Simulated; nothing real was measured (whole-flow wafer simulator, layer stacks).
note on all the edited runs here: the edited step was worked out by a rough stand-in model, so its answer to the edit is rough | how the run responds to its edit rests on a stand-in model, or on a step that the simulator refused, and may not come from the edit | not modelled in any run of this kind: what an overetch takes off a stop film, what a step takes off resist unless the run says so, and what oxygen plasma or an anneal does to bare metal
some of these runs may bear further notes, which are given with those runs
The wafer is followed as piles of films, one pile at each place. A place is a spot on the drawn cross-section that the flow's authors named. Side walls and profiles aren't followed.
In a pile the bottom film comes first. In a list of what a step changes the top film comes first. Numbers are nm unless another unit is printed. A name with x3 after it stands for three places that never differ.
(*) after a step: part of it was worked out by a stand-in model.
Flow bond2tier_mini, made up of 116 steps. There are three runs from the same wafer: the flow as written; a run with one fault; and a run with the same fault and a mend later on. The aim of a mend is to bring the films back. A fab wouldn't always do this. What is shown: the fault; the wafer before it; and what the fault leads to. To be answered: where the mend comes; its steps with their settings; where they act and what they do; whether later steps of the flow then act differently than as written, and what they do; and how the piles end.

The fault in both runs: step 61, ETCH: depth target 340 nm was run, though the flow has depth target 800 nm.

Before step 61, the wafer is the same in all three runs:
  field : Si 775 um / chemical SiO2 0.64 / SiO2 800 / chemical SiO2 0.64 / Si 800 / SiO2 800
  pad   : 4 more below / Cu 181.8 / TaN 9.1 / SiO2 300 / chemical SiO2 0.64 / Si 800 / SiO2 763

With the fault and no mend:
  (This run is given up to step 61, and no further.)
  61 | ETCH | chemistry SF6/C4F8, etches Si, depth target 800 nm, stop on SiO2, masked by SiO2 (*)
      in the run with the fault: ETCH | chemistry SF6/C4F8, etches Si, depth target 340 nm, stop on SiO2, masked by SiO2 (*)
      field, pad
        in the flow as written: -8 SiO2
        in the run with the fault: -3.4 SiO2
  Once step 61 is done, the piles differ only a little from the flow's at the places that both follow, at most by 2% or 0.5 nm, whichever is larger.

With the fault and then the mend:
  The mend follows step 61.
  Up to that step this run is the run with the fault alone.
  61a | ETCH | chemistry SF6/C4F8, etches Si, depth target 460 nm, stop on SiO2, masked by SiO2 (*) (a further turn of the flow's step 61, with different settings)
      field, pad
        -4.6 SiO2
  Every later step of the flow that is run acts as written at every place that is followed.
  At every place that both follow, the piles at the end match the flow's.
